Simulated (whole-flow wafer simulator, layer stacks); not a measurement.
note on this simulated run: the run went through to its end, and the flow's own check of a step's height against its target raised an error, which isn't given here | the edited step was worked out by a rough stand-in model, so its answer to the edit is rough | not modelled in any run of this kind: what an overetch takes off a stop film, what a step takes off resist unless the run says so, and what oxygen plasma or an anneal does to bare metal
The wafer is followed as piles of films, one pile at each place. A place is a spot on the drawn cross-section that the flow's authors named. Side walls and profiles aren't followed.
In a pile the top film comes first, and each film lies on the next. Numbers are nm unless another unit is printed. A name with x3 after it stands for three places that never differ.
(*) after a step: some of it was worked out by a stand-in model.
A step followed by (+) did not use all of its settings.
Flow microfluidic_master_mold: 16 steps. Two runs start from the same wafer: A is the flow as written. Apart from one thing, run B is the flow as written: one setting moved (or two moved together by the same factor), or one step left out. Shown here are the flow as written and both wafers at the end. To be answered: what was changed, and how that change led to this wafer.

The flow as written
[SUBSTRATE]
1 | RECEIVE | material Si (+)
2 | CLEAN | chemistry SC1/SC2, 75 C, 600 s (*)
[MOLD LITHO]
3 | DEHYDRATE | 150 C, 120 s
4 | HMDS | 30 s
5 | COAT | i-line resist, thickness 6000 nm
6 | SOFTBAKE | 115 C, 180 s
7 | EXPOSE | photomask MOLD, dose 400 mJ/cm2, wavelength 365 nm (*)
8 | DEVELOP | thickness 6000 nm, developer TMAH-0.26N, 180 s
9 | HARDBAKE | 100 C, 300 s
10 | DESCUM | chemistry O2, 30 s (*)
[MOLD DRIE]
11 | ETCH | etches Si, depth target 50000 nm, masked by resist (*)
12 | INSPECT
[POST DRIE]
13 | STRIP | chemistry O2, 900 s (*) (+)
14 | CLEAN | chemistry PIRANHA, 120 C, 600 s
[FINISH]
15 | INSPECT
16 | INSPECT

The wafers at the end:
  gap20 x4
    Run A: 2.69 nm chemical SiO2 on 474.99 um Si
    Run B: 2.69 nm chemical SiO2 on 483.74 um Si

The reason: step 11, ETCH: depth target 41250 nm was run, while the flow as written has depth target 50000 nm.

The path from the change to this, step by step:
  11 | ETCH | etches Si, depth target 50000 nm, masked by resist (*)
      gap20 x4: A -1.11 chemical SiO2 (all of it), -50 um Si | B -1.11 chemical SiO2 (all of it), -41.25 um Si
      ridge: A -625 i-line resist | B -515.6 i-line resist
  13 | STRIP | chemistry O2, 900 s (*) (+)
      ridge: A -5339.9 i-line resist (all of it), +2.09 chemical SiO2, -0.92 Si | B -5449.3 i-line resist (all of it), +2.09 chemical SiO2, -0.92 Si
